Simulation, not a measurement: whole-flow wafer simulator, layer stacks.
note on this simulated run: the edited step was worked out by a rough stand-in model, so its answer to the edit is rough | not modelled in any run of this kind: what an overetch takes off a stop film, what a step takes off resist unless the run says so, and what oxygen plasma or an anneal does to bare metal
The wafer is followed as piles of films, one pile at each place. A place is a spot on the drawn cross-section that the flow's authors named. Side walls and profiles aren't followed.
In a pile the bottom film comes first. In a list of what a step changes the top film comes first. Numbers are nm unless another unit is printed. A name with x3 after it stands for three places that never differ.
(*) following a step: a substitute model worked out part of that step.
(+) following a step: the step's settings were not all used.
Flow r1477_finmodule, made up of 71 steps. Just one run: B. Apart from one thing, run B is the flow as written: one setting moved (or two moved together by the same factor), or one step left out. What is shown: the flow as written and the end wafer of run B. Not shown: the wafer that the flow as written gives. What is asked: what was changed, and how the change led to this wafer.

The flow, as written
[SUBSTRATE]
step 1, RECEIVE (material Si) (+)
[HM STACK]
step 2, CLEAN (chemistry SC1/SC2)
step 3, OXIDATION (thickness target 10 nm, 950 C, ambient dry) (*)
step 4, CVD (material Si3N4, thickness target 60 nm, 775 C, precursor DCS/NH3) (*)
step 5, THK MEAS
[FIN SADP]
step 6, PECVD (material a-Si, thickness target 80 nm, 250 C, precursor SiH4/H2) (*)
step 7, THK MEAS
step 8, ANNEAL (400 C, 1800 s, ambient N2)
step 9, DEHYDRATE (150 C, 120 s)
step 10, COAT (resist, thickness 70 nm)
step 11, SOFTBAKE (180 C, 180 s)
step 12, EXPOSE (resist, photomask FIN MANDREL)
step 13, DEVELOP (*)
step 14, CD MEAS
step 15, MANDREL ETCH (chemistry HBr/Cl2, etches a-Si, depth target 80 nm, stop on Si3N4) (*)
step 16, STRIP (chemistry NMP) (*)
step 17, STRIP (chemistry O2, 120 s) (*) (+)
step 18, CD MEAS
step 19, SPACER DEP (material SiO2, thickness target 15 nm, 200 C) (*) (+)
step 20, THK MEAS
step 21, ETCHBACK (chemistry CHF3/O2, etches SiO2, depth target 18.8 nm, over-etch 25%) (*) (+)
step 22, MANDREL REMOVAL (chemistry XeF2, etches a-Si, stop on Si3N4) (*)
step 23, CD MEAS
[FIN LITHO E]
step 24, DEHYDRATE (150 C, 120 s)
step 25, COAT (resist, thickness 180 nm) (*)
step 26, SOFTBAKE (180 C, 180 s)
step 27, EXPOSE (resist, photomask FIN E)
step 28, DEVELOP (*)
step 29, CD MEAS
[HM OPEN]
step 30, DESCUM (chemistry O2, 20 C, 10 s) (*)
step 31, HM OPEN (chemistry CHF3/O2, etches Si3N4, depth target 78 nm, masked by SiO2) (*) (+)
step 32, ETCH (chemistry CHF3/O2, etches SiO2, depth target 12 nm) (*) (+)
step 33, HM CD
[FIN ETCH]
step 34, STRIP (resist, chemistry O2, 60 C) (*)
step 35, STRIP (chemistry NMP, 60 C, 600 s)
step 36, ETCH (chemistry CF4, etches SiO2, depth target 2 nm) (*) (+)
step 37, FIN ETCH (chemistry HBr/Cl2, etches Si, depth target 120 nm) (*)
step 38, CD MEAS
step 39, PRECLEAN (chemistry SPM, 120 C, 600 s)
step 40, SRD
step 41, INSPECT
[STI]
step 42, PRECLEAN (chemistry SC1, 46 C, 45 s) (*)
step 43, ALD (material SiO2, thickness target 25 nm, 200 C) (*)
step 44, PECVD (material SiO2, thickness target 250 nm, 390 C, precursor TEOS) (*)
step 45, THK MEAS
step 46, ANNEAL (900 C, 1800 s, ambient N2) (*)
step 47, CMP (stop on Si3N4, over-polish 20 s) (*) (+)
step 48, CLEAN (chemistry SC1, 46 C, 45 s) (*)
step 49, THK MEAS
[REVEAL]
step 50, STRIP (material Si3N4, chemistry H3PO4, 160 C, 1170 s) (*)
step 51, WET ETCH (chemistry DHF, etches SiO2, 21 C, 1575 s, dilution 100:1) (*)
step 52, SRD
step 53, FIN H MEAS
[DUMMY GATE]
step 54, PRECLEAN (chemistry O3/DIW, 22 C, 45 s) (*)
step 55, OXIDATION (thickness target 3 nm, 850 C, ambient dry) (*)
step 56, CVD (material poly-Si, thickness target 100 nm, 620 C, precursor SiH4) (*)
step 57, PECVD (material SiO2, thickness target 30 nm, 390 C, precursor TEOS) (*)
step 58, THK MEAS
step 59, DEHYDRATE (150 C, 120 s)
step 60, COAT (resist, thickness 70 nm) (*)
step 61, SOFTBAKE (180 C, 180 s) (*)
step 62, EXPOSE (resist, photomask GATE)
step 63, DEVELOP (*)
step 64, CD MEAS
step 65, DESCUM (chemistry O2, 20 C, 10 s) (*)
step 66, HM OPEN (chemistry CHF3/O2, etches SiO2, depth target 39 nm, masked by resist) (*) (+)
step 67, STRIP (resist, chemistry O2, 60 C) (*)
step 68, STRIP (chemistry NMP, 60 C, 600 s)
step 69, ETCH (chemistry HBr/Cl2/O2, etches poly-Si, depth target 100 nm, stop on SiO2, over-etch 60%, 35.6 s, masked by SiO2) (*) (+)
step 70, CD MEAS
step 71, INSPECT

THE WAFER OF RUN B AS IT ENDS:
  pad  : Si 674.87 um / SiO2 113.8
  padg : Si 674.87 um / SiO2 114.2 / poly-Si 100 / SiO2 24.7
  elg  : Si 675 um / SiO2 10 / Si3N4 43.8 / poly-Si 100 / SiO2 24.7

Cause: step 4, CVD: thickness target 72 nm was run, while the flow as written has thickness target 60 nm.

How this came from the change, step by step:
  step 4, CVD (material Si3N4, thickness target 60 nm, 775 C, precursor DCS/NH3) (*)
      pad, padg, elg and 33 more: Si3N4 gains 72 (new film) (it would be, as written: Si3N4 gains 60 (new film))
  step 31, HM OPEN (chemistry CHF3/O2, etches Si3N4, depth target 78 nm, masked by SiO2) (*) (+)
      pad, padg, esg and 13 more: Si3N4 loses 68.4 (all of it), SiO2 loses 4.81 (it would be, as written: Si3N4 loses 56.4 (all of it), SiO2 loses 10 (all of it))
      s40cg, s45cg, s50cg, s40co, s45co, s50co: Si3N4 loses 72 (all of it), SiO2 loses 3 (it would be, as written: Si3N4 loses 60 (all of it), SiO2 loses 9)
  step 32, ETCH (chemistry CHF3/O2, etches SiO2, depth target 12 nm) (*) (+)
      pad, padg, e40sg and 11 more: SiO2 loses 5.19 (all of it), Si loses 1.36 (it would be, as written: Si loses 2.4)
      esg, eso: SiO2 loses 5.19 (all of it), Si loses 1.36 (it would be, as written: Si loses 1.77)
      (as well as at 6 more places)
  step 43, ALD (material SiO2, thickness target 25 nm, 200 C) (*)
      s40cg, s45cg, s50cg, s40co, s45co, s50co: SiO2 gains 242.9 (new film) (it would be, as written: SiO2 gains 232.1 (new film))
      esg: SiO2 gains 205.8 (new film) (it would be, as written: SiO2 gains 194.3 (new film))
  step 47, CMP (stop on Si3N4, over-polish 20 s) (*) (+)
      pad, padg, e40sg and 11 more: SiO2 loses 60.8 (it would be, as written: SiO2 loses 71.8)
      eso: SiO2 loses 60.8 (it would be, as written: SiO2 loses 72.4)
  step 50, STRIP (material Si3N4, chemistry H3PO4, 160 C, 1170 s) (*)
      s40sg_line, s45sg_line, s50sg_line, s40so_line, s45so_line, s50so_line: Si3N4 loses 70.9 (all of it), SiO2 loses 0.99 (it would be, as written: Si3N4 loses 58.9 (all of it), SiO2 loses 1.37)
  step 56, CVD (material poly-Si, thickness target 100 nm, 620 C, precursor SiH4) (*)
      s40cg, s40co: poly-Si gains 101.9 (new film) (it would be, as written: poly-Si gains 113.9 (new film))
      s45cg, s45co: poly-Si gains 101.4 (new film) (it would be, as written: poly-Si gains 113.4 (new film))
      (as well as at 2 more places)
  step 60, COAT (resist, thickness 70 nm) (*)
      s40sg, s40so: resist gains 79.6 (new film) (it would be, as written: resist gains 91 (new film))
      s45sg, s45so: resist gains 79.4 (new film) (it would be, as written: resist gains 91 (new film))
      (as well as at 2 more places)
  step 63, DEVELOP (*)
      s40so: resist loses 79.6 (all of it) (it would be, as written: resist loses 91 (all of it))
      s45so: resist loses 79.4 (all of it) (it would be, as written: resist loses 91 (all of it))
      (as well as at 1 more place)
  step 67, STRIP (resist, chemistry O2, 60 C) (*)
      s40sg: resist loses 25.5 (all of it) (it would be, as written: resist loses 36.9 (all of it))
      s45sg: resist loses 25.3 (all of it) (it would be, as written: resist loses 36.9 (all of it))
      (as well as at 1 more place)
  step 69, ETCH (chemistry HBr/Cl2/O2, etches poly-Si, depth target 100 nm, stop on SiO2, over-etch 60%, 35.6 s, masked by SiO2) (*) (+)
      s40co: chemical SiO2 loses 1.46 (all of it), poly-Si loses 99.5 (all of it), SiO2 loses 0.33 (it would be, as written: chemical SiO2 loses 1.46 (all of it), poly-Si loses 111.5 (all of it), SiO2 loses 0.24)
      s45co: chemical SiO2 loses 1.46 (all of it), poly-Si loses 98.9 (all of it), SiO2 loses 0.35 (it would be, as written: chemical SiO2 loses 1.46 (all of it), poly-Si loses 110.9 (all of it), SiO2 loses 0.25)
      (as well as at 1 more place)
